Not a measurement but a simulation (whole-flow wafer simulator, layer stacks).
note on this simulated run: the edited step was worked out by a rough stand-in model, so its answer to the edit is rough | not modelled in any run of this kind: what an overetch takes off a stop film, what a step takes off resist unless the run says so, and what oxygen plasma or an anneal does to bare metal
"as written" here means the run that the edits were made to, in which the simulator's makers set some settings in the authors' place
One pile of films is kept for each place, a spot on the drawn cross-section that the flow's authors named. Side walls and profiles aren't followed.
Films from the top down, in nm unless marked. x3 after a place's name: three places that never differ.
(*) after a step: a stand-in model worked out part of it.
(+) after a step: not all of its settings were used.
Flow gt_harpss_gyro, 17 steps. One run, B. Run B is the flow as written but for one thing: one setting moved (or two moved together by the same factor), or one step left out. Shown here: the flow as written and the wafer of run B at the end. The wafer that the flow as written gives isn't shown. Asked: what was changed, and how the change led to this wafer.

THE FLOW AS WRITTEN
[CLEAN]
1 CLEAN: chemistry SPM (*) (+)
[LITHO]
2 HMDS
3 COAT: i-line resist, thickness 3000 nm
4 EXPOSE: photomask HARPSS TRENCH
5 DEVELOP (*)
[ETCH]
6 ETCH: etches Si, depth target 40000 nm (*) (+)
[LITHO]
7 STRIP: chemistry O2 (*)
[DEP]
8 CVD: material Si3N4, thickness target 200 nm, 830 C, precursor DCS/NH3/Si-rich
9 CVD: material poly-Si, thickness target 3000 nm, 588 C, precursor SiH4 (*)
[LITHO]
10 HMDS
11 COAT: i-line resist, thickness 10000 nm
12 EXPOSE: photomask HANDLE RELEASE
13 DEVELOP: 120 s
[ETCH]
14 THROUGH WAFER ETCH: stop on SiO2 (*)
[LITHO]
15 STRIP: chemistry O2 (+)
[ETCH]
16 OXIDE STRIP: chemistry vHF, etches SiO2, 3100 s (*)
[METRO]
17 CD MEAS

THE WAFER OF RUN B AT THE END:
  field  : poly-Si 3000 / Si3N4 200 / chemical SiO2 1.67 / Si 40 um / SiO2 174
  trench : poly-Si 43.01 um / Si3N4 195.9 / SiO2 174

The cause: step 16, OXIDE STRIP: 2353 s was run, where the flow has 3100 s.

How the change led to this, step by step:
  16 OXIDE STRIP: chemistry vHF, etches SiO2, 3100 s (*)
      field: under 4 films: SiO2 -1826 (as written it would be: under 4 films: SiO2 -2000 (all of it))
      trench: under 2 films: SiO2 -1826 (as written it would be: under 2 films: SiO2 -2000 (all of it))
